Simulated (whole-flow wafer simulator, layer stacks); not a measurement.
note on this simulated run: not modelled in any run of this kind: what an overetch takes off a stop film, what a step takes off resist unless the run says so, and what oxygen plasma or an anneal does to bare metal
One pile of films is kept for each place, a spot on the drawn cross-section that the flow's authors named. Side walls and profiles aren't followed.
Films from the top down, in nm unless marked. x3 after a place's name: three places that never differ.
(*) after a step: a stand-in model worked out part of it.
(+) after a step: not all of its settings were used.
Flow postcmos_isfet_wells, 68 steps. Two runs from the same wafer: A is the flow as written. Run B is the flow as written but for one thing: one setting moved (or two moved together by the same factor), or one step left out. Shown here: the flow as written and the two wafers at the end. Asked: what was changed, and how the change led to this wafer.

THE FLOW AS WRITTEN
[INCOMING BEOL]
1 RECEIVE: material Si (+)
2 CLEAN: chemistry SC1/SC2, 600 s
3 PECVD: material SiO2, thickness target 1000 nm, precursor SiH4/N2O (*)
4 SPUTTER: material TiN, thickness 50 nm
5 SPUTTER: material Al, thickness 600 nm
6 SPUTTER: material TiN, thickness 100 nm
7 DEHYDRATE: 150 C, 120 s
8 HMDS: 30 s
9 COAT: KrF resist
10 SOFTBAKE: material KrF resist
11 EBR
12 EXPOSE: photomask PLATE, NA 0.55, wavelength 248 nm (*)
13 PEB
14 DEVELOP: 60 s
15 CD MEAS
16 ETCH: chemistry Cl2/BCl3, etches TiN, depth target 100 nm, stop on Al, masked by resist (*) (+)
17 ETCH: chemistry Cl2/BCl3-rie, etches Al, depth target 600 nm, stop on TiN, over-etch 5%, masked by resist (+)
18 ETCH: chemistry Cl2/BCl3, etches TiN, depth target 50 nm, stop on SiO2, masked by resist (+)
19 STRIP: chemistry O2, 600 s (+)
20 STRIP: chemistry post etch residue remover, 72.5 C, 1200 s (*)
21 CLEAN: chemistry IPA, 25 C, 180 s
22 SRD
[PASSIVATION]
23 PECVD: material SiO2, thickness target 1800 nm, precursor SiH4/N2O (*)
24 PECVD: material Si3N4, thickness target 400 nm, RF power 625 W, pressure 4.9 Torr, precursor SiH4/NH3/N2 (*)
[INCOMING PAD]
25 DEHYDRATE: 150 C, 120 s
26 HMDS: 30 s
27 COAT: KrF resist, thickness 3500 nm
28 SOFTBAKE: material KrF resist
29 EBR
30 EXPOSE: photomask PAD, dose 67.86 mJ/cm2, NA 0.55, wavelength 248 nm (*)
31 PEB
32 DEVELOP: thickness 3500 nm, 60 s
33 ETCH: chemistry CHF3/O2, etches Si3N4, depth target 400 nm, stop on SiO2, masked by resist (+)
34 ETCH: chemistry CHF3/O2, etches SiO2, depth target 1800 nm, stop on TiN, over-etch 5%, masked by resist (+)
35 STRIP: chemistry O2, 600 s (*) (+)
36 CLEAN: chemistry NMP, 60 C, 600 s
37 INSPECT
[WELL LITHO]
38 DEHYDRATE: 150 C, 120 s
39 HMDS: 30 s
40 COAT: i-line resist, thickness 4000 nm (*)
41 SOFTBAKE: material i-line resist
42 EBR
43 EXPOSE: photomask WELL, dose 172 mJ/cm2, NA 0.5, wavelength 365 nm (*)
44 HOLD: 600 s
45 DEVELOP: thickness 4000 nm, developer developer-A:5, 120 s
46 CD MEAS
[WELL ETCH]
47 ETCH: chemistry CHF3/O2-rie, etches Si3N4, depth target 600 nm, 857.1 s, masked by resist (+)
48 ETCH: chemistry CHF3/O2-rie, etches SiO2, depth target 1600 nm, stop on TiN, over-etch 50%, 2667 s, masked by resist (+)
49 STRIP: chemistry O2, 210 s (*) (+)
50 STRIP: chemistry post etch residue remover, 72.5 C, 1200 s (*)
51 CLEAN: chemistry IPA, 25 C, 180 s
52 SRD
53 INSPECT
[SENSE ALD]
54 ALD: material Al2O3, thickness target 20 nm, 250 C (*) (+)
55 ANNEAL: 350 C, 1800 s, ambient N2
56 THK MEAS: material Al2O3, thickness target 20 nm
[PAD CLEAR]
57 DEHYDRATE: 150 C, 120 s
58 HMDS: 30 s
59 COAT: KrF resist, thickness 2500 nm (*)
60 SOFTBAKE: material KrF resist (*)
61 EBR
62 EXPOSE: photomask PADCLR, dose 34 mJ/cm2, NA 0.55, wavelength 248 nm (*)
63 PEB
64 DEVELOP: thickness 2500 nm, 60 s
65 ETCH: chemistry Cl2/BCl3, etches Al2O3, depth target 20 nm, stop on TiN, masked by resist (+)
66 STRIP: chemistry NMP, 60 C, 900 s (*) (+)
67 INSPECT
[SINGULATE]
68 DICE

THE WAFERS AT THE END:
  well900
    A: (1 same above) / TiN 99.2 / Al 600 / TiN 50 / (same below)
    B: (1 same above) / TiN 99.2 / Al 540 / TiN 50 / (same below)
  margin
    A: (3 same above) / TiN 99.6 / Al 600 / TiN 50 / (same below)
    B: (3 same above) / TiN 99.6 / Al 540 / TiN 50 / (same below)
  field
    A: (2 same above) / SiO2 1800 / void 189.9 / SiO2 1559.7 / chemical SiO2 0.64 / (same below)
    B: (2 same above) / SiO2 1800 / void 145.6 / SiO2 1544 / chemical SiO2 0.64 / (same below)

The cause: step 5, SPUTTER: thickness 540 nm was run, where the flow has thickness 600 nm.
It can be read off the wafer: well900 has Al 540, and step 5 as written asks for 600 nm.

How the change led to this, step by step:
  5 SPUTTER: material Al, thickness 600 nm
      field, margin, well900 and 6 more: A Al +600 (new film) | B Al +540 (new film)
  17 ETCH: chemistry Cl2/BCl3-rie, etches Al, depth target 600 nm, stop on TiN, over-etch 5%, masked by resist (+)
      margin, well900, well1300, well2000, well3000, pad_rim, pad_clr, pad_open: A KrF resist -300 | B KrF resist -283.5
      field: A Al -600 (all of it) | B Al -540 (all of it)
  19 STRIP: chemistry O2, 600 s (+)
      margin, well900, well1300, well2000, well3000, pad_rim, pad_clr, pad_open: A KrF resist -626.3 (all of it) | B KrF resist -642.8 (all of it)
  23 PECVD: material SiO2, thickness target 1800 nm, precursor SiH4/N2O (*)
      field: A SiO2 +1800 (new film), void +189.9 (new film), SiO2 +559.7 | B SiO2 +1800 (new film), void +145.6 (new film), SiO2 +544
